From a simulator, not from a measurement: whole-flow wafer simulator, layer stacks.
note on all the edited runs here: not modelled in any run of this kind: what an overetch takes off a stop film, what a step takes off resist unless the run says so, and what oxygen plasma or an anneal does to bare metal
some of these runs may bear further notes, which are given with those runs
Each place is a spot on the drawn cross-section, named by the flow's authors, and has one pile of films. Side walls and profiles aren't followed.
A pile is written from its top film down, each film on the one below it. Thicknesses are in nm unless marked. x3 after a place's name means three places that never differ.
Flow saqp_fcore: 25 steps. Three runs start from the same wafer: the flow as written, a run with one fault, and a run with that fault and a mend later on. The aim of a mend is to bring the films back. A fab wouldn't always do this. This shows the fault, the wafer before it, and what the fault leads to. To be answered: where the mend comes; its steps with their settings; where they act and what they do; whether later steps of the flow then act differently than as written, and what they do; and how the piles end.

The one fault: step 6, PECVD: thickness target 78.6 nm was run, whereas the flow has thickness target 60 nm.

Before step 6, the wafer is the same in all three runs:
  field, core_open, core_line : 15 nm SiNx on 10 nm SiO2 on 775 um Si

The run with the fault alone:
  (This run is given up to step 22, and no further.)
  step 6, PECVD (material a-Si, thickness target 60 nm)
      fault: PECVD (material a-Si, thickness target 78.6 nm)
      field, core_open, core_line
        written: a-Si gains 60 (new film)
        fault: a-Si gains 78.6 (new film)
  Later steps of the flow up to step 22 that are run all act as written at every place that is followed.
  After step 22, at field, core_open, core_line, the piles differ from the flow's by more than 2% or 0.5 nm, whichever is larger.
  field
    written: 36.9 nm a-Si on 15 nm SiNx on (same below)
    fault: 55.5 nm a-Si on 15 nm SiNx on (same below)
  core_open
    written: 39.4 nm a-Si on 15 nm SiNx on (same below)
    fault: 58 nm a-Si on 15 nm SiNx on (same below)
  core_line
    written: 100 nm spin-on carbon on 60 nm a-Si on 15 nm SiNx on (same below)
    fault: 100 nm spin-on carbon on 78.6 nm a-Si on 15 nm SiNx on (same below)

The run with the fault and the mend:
  After step 7 comes the mend.
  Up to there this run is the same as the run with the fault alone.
  step 7a, ETCH (chemistry tmah, depth target 90.39 nm)
      field, core_open, core_line
        a-Si loses 78.6 (all of it)
  step 7b, PECVD (material a-Si, thickness target 60 nm) (a further turn of the flow's step 6)
      field, core_open, core_line
        a-Si gains 60 (new film)
  Later steps of the flow that are run all act as written at every place that is followed.
  By the end, the piles equal the flow's at every place that both follow.
